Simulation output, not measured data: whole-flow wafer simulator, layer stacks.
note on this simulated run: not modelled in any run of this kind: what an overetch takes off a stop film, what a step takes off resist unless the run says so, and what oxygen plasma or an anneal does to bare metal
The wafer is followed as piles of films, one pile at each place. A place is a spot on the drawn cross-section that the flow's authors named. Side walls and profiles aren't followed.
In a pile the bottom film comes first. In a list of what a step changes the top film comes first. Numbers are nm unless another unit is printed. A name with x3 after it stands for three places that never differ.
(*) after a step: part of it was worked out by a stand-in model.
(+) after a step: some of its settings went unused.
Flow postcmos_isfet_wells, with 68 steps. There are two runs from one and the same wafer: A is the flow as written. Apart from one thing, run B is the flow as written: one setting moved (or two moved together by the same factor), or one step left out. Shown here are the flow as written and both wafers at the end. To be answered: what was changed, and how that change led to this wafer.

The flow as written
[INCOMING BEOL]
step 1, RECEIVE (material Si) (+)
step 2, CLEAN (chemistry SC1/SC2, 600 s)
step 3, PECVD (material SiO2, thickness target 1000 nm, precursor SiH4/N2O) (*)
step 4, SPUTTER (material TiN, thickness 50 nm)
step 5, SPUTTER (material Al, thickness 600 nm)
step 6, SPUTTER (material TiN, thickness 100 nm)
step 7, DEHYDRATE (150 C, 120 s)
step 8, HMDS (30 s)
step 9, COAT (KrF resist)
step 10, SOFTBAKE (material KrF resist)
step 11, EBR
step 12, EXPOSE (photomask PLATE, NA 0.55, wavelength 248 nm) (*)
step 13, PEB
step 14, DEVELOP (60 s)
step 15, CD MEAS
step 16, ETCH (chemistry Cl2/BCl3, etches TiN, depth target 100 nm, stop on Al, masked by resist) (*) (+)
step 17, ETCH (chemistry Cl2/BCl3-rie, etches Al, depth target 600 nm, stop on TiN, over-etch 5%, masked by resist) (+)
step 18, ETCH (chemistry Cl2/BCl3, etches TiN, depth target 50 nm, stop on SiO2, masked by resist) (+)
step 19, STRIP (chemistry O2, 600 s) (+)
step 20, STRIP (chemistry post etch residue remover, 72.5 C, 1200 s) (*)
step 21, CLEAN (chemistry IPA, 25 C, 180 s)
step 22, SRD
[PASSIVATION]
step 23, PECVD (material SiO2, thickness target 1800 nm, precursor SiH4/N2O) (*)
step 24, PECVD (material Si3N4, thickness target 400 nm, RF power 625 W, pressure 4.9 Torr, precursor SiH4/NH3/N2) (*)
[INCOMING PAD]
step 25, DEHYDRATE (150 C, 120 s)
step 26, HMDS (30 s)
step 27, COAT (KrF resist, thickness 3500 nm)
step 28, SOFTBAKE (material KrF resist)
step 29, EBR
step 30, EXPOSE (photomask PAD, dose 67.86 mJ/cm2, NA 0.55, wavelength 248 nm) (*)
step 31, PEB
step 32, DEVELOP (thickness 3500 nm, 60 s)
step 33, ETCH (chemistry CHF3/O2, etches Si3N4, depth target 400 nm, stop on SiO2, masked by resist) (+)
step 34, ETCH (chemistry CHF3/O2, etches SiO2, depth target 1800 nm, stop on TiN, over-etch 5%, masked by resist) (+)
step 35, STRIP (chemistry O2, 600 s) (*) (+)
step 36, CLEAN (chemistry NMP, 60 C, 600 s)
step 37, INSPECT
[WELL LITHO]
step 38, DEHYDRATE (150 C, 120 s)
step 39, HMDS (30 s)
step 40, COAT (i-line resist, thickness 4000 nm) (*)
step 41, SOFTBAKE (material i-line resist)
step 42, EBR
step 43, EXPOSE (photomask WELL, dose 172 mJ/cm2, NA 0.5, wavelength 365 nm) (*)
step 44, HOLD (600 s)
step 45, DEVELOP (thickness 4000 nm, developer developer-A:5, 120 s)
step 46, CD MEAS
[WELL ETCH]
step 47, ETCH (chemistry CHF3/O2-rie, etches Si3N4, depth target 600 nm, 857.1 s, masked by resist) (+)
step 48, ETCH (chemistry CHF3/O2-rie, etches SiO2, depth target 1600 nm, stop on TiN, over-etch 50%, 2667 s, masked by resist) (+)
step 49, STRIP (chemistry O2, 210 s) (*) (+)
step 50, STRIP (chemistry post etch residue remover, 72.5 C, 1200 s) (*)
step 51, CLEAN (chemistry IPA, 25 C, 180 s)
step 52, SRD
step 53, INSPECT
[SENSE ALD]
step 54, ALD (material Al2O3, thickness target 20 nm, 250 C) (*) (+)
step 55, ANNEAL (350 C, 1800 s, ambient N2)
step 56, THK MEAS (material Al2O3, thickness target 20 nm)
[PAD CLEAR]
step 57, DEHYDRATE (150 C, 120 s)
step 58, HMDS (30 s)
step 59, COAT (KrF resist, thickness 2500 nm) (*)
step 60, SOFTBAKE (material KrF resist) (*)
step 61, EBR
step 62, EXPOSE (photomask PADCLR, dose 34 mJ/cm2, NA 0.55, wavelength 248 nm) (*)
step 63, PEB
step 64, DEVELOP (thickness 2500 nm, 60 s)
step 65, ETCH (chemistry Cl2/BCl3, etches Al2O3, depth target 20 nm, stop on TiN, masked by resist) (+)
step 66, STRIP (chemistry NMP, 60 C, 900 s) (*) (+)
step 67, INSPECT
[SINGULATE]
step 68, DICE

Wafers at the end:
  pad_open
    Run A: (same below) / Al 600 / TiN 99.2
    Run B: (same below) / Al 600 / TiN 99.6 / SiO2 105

What caused this: step 33, ETCH: depth target 300 nm was run, whereas the flow has depth target 400 nm.

How this came from the change, step by step:
  step 33, ETCH (chemistry CHF3/O2, etches Si3N4, depth target 400 nm, stop on SiO2, masked by resist) (+)
      pad_open: A -400 Si3N4 (all of it) | B -300 Si3N4
      field, margin, well900, well1300 x3, pad_rim, pad_clr: A -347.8 KrF resist | B -260.9 KrF resist
  step 34, ETCH (chemistry CHF3/O2, etches SiO2, depth target 1800 nm, stop on TiN, over-etch 5%, masked by resist) (+)
      pad_open: A -1800 SiO2 (all of it) | B -100 Si3N4 (all of it), -1695 SiO2
  step 35, STRIP (chemistry O2, 600 s) (*) (+)
      field, margin, well900, well1300 x3, pad_rim, pad_clr: A -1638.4 KrF resist (all of it) | B -1725.4 KrF resist (all of it)
  step 41, SOFTBAKE (material i-line resist)
      pad_clr: A -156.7 i-line resist | B -146.2 i-line resist
      pad_open: A +115.3 i-line resist | B +110.7 i-line resist
  step 49, STRIP (chemistry O2, 210 s) (*) (+)
      pad_clr: A -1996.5 i-line resist (all of it) | B -2039.7 i-line resist (all of it)
  step 59, COAT (KrF resist, thickness 2500 nm) (*)
      pad_clr: A +1691.6 KrF resist (new film) | B +1726.8 KrF resist (new film)
  step 64, DEVELOP (thickness 2500 nm, 60 s)
      pad_clr: A -1682 KrF resist (all of it) | B -1717.7 KrF resist (all of it)
